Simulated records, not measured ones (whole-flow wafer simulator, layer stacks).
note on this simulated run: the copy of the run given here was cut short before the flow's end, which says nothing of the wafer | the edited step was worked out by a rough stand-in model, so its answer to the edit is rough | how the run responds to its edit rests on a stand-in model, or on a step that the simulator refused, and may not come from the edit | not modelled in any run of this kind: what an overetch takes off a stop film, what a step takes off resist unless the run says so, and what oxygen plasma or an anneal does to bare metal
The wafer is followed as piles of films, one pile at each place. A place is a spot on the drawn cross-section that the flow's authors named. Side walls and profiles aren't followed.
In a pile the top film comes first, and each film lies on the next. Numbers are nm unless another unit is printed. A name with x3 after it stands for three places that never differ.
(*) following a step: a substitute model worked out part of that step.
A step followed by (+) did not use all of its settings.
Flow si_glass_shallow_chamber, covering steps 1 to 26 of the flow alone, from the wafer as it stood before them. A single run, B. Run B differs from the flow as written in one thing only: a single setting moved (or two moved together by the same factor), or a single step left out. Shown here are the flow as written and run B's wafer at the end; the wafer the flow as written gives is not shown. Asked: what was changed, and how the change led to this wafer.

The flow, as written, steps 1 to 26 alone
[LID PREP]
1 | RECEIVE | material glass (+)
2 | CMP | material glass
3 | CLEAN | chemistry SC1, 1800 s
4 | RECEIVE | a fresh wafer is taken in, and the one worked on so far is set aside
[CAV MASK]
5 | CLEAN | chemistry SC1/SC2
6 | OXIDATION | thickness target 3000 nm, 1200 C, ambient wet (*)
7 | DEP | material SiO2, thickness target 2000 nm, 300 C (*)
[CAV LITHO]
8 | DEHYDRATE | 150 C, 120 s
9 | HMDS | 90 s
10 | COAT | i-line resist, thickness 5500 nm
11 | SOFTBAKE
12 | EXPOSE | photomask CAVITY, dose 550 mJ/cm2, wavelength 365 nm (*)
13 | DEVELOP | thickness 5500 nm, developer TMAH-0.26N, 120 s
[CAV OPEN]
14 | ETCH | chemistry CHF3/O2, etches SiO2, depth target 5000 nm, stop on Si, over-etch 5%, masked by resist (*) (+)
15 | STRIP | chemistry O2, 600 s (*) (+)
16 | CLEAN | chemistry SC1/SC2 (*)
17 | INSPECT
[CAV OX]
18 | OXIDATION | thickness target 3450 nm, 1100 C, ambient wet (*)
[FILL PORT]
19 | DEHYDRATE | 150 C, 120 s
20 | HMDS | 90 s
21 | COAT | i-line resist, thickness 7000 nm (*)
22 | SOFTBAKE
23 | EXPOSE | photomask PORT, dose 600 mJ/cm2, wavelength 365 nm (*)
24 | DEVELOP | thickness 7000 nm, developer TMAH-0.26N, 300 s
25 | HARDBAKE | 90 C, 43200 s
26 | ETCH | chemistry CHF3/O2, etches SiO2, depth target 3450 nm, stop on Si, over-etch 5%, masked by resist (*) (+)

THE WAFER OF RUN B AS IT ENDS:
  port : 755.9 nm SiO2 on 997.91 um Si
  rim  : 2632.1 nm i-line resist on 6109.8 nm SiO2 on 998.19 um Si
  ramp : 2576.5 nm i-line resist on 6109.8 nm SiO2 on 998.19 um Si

Cause: step 14, ETCH: depth target 2250 nm was run, while the flow as written has depth target 5000 nm.

Step by step, how the change led to this:
  14 | ETCH | chemistry CHF3/O2, etches SiO2, depth target 5000 nm, stop on Si, over-etch 5%, masked by resist (*) (+)
      cav, port: -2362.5 SiO2 (it would be, as written: -5000 SiO2 (all of it), -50 Si)
      rim, ramp, septum, ring: -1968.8 i-line resist (it would be, as written: -4375 i-line resist)
  15 | STRIP | chemistry O2, 600 s (*) (+)
      cav, port: nothing (it would be, as written: +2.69 chemical SiO2 (new film), -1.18 Si)
      rim, ramp, septum, ring: -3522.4 i-line resist (all of it) (it would be, as written: -1116.2 i-line resist (all of it))
  18 | OXIDATION | thickness target 3450 nm, 1100 C, ambient wet (*)
      cav, port: +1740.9 SiO2, -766 Si (it would be, as written: +3450 SiO2 (new film), -2.69 chemical SiO2 (all of it), -1516.8 Si)
  21 | COAT | i-line resist, thickness 7000 nm (*)
      rim: +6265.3 i-line resist (new film) (it would be, as written: +5660.1 i-line resist (new film))
      ramp: +5937.2 i-line resist (new film) (it would be, as written: +5087.8 i-line resist (new film))
      (and at 2 other places as well)
  22 | SOFTBAKE
      rim: -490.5 i-line resist (it would be, as written: -849 i-line resist)
      ramp: -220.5 i-line resist (it would be, as written: -434.5 i-line resist)
      (and at 4 other places as well)
  24 | DEVELOP | thickness 7000 nm, developer TMAH-0.26N, 300 s
      port: -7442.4 i-line resist (all of it) (it would be, as written: -7752.6 i-line resist (all of it))
  25 | HARDBAKE | 90 C, 43200 s
      rim: -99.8 i-line resist (it would be, as written: -62.5 i-line resist)
      ramp: -97.4 i-line resist (it would be, as written: -57.1 i-line resist)
      (and at 1 other place as well)
  26 | ETCH | chemistry CHF3/O2, etches SiO2, depth target 3450 nm, stop on Si, over-etch 5%, masked by resist (*) (+)
      port: -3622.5 SiO2 (it would be, as written: -3450 SiO2 (all of it), -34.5 Si)
